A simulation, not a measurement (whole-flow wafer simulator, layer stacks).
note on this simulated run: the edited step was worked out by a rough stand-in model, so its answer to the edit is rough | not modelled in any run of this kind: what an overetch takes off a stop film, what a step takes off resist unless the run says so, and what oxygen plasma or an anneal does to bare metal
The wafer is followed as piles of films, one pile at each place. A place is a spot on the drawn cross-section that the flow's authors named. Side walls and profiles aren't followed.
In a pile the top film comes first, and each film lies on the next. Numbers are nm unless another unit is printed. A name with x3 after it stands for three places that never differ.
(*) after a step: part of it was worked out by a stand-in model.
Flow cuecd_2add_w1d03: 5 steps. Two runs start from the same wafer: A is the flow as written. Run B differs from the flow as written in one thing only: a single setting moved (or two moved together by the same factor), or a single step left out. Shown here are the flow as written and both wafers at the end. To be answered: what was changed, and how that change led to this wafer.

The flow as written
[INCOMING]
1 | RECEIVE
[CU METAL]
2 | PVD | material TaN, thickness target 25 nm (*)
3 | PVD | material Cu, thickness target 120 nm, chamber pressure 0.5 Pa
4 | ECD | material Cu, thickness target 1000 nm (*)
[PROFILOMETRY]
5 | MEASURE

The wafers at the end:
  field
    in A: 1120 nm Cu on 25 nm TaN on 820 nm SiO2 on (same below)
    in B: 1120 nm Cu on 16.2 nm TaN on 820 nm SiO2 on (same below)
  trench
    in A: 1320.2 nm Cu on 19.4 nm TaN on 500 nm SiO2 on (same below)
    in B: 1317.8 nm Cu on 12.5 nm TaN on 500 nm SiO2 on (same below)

Cause: step 2, PVD: thickness target 16.2 nm was run, while the flow as written has thickness target 25 nm.
The wafer lets one read it off: field has TaN 16.2, and step 2 as written asks for 25 nm.

How this came from the change, step by step:
  2 | PVD | material TaN, thickness target 25 nm (*)
      field: A +25 TaN (new film) | B +16.2 TaN (new film)
      trench: A +19.4 TaN (new film) | B +12.5 TaN (new film)
